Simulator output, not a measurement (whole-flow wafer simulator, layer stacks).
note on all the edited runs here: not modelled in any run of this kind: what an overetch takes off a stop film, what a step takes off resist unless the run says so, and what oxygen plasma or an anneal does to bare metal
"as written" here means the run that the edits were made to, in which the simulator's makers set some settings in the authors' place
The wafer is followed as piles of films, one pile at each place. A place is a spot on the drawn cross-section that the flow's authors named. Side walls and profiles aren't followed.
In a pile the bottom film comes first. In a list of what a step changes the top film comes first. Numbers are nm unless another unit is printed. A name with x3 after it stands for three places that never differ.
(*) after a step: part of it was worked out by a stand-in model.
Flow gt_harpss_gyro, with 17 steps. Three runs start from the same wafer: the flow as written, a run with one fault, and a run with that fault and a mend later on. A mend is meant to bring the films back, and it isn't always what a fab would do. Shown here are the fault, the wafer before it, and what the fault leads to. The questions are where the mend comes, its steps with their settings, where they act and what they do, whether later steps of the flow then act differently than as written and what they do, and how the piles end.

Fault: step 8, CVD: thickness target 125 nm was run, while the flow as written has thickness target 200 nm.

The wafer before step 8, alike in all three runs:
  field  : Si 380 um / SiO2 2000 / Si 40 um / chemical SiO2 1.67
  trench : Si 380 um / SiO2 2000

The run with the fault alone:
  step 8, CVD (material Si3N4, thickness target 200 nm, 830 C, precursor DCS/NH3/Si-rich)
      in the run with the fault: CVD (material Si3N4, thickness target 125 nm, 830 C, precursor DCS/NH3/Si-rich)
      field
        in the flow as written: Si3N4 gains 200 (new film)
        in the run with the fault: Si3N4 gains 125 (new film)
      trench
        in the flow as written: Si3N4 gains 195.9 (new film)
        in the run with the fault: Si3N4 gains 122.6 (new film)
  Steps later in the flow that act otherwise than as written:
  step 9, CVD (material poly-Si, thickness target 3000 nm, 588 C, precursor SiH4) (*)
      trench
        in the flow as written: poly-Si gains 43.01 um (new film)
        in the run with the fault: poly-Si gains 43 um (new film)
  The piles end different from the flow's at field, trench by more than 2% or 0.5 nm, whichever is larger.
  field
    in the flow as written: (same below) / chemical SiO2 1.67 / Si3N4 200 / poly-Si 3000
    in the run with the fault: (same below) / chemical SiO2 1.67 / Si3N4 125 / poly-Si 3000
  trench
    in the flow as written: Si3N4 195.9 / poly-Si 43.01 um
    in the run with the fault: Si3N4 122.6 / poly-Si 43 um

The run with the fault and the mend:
  The mend follows step 8.
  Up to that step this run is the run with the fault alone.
  step 8a, CVD (material Si3N4, thickness target 75 nm, 830 C, precursor DCS/NH3/Si-rich) (the flow's step 8 again, with other settings)
      field
        Si3N4 gains 75
      trench
        Si3N4 gains 73.2
  Every later step of the flow that is run acts as written at every place that is followed.
  At the end the piles are close to the flow's at the places that both follow, differing by at most 2% or 0.5 nm, whichever is larger.
